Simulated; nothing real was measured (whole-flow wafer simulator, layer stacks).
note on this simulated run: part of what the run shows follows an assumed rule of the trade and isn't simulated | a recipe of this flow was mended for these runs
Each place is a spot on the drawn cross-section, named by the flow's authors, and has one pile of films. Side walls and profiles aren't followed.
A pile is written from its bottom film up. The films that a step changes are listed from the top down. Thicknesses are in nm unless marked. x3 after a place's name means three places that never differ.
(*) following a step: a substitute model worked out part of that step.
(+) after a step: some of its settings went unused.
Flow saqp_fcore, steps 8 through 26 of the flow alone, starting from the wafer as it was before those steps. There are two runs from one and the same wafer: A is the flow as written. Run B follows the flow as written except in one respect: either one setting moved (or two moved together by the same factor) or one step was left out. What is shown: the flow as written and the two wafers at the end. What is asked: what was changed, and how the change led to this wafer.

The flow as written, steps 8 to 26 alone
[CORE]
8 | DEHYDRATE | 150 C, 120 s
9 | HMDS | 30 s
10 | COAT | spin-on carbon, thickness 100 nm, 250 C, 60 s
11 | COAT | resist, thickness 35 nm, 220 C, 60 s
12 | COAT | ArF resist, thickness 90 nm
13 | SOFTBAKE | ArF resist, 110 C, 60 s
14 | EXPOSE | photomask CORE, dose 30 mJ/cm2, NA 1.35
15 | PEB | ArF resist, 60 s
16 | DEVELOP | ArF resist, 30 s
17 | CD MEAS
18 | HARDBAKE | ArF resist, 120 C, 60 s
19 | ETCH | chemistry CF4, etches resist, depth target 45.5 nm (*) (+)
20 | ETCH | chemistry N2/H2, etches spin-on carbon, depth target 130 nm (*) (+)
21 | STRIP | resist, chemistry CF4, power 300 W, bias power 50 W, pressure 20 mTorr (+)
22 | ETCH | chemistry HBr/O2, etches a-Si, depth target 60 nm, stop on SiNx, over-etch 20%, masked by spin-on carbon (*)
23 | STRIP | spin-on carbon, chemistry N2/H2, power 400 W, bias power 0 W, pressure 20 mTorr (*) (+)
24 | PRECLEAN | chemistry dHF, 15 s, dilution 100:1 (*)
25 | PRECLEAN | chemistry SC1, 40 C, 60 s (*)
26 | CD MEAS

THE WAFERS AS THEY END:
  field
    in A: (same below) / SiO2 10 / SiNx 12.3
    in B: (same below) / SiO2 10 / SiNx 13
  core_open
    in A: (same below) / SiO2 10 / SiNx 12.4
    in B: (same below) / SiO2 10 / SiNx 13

Cause: step 11, COAT: resist, thickness 35 nm, 220 C, 60 s, was omitted.

The path from the change to this, step by step:
  19 | ETCH | chemistry CF4, etches resist, depth target 45.5 nm (*) (+)
      field, core_open: A -35 resist (all of it), -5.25 spin-on carbon | B -8 spin-on carbon
      core_line: A -32.5 ArF resist | B -11.4 ArF resist
  20 | ETCH | chemistry N2/H2, etches spin-on carbon, depth target 130 nm (*) (+)
      core_line: A -53.9 ArF resist (all of it), -6.44 resist | B -75 ArF resist (all of it), -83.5 spin-on carbon
      field, core_open: A -94.8 spin-on carbon (all of it), -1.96 a-Si | B -92 spin-on carbon (all of it), -2.11 a-Si
  21 | STRIP | resist, chemistry CF4, power 300 W, bias power 50 W, pressure 20 mTorr (+)
      core_line: A -28.6 resist (all of it) | B nothing
      field: A -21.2 a-Si | B -3.43 a-Si
      (and at 1 other place as well)
  22 | ETCH | chemistry HBr/O2, etches a-Si, depth target 60 nm, stop on SiNx, over-etch 20%, masked by spin-on carbon (*)
      field: A -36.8 a-Si (all of it), -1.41 SiNx | B -54.5 a-Si (all of it), -0.7 SiNx
      core_open: A -39.4 a-Si (all of it), -1.3 SiNx | B -54.5 a-Si (all of it), -0.7 SiNx
      (and at 1 other place as well)
  23 | STRIP | spin-on carbon, chemistry N2/H2, power 400 W, bias power 0 W, pressure 20 mTorr (*) (+)
      core_line: A -88.8 spin-on carbon (all of it) | B -1.63 spin-on carbon (all of it)
